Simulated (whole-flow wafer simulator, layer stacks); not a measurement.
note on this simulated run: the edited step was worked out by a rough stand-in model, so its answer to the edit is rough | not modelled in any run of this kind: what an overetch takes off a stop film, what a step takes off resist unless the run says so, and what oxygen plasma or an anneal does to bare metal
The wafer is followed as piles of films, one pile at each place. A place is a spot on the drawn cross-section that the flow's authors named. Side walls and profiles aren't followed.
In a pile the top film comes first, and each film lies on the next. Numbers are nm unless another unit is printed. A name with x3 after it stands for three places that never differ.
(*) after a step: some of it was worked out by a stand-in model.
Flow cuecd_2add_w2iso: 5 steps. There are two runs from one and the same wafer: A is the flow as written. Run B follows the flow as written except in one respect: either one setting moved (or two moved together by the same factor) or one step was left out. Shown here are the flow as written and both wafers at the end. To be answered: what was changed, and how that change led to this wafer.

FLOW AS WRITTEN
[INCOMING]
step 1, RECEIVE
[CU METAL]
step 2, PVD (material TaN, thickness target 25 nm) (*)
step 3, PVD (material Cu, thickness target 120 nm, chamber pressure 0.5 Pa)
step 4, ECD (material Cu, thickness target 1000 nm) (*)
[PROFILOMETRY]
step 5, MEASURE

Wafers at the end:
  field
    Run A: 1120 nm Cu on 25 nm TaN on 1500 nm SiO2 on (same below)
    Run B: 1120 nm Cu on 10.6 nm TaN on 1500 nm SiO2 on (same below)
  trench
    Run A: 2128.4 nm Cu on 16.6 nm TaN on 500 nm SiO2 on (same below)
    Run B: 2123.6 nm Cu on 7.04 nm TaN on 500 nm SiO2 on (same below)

Cause: step 2, PVD: thickness target 10.6 nm was run, while the flow as written has thickness target 25 nm.
One can read it off the wafer: field has TaN 10.6, and step 2 as written asks for 25 nm.

Step by step, how the change led to this:
  step 2, PVD (material TaN, thickness target 25 nm) (*)
      field: A TaN gains 25 (new film) | B TaN gains 10.6 (new film)
      trench: A TaN gains 16.6 (new film) | B TaN gains 7.04 (new film)
